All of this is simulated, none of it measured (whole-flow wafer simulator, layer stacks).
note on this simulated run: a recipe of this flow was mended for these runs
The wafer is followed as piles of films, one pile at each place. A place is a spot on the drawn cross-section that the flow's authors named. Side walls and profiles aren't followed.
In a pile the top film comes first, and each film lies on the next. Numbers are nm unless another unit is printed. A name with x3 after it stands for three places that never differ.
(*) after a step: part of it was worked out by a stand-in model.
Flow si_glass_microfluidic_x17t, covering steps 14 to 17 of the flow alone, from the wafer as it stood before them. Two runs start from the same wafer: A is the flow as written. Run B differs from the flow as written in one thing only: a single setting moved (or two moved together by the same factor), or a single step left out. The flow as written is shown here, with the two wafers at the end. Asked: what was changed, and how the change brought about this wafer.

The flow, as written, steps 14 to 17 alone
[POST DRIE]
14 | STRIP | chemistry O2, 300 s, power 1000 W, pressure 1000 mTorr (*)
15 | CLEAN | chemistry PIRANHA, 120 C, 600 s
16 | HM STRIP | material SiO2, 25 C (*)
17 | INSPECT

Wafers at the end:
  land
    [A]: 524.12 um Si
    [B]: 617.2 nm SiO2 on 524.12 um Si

Cause: step 16, HM STRIP: 10 C was run, whereas the flow has 25 C.

How this came from the change, step by step:
  16 | HM STRIP | material SiO2, 25 C (*)
      land: A SiO2 loses 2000 (all of it) | B SiO2 loses 1382.8
